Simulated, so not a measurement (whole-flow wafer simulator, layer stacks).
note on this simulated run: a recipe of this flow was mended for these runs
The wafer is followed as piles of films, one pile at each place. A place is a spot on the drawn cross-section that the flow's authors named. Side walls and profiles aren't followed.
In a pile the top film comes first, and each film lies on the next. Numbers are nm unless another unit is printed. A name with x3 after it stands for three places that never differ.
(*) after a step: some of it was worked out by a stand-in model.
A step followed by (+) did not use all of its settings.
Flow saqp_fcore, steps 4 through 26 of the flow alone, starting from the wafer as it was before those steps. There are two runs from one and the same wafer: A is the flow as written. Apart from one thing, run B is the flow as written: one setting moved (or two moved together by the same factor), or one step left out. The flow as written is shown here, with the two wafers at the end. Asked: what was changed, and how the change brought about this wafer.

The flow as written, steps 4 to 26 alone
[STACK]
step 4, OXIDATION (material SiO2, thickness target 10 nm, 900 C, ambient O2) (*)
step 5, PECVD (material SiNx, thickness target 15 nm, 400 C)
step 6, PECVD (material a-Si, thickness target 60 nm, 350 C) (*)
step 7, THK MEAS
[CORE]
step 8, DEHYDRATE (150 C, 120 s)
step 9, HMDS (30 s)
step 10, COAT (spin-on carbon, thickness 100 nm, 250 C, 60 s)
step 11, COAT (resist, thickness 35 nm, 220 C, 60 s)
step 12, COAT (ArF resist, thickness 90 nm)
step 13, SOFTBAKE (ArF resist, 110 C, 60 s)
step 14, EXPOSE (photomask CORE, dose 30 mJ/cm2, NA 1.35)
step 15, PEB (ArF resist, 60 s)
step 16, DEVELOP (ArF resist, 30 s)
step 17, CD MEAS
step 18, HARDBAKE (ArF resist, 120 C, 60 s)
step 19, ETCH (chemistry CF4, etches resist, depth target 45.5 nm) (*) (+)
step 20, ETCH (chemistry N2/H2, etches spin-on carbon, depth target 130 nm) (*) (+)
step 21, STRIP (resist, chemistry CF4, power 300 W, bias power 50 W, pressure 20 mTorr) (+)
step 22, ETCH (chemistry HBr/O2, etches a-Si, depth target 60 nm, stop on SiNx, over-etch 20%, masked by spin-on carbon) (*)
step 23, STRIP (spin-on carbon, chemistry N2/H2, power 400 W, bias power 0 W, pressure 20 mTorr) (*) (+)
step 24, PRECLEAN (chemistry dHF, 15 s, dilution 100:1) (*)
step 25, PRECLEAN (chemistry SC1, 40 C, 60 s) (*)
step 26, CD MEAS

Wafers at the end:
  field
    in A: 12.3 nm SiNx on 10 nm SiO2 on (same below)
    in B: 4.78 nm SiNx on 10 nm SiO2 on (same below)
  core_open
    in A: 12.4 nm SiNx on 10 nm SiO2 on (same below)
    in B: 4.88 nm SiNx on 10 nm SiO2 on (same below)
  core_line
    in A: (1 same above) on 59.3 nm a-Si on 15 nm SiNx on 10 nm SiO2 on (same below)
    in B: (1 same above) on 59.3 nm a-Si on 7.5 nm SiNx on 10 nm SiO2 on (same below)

The reason: step 5, PECVD: thickness target 7.5 nm was run, though the flow has thickness target 15 nm.
The wafer lets one read it off: core_line has SiNx 7.5, and step 5 as written asks for 15 nm.

The path from the change to this, step by step:
  step 5, PECVD (material SiNx, thickness target 15 nm, 400 C)
      field, core_open, core_line: A SiNx gains 15 (new film) | B SiNx gains 7.5 (new film)
